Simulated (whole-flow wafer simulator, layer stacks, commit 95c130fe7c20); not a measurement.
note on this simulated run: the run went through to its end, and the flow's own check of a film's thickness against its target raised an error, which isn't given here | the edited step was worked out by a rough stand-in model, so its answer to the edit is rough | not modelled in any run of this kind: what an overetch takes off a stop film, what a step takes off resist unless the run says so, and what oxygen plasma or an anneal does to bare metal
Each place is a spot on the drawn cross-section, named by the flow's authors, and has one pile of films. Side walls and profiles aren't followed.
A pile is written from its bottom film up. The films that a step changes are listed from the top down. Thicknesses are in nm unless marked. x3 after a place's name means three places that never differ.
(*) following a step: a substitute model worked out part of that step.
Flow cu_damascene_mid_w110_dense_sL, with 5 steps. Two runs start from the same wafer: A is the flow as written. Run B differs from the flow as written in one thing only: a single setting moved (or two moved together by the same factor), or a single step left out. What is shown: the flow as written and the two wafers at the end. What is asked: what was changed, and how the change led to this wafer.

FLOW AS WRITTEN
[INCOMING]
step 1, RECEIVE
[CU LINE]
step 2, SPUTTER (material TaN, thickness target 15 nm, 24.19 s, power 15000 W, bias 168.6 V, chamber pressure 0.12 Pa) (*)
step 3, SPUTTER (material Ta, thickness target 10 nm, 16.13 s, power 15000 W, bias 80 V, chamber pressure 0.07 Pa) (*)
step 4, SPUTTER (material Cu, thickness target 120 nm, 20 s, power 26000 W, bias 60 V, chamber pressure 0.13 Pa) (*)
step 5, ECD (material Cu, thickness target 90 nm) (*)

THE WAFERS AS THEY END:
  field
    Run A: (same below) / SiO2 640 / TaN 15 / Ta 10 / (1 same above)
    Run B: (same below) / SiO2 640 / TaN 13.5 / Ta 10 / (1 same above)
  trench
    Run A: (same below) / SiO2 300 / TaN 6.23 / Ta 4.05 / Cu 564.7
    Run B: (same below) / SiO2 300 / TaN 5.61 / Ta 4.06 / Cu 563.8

The reason: step 2, SPUTTER: thickness target 13.5 nm was run, though the flow has thickness target 15 nm; step 2, SPUTTER: 21.77 s was run, where the flow has 24.19 s.
The wafer lets one read it off: field has TaN 13.5, and step 2 as written asks for 15 nm.

How this came from the change, step by step:
  step 2, SPUTTER (material TaN, thickness target 15 nm, 24.19 s, power 15000 W, bias 168.6 V, chamber pressure 0.12 Pa) (*)
      field: A TaN gains 15 (new film) | B TaN gains 13.5 (new film)
      trench: A TaN gains 6.23 (new film) | B TaN gains 5.61 (new film)
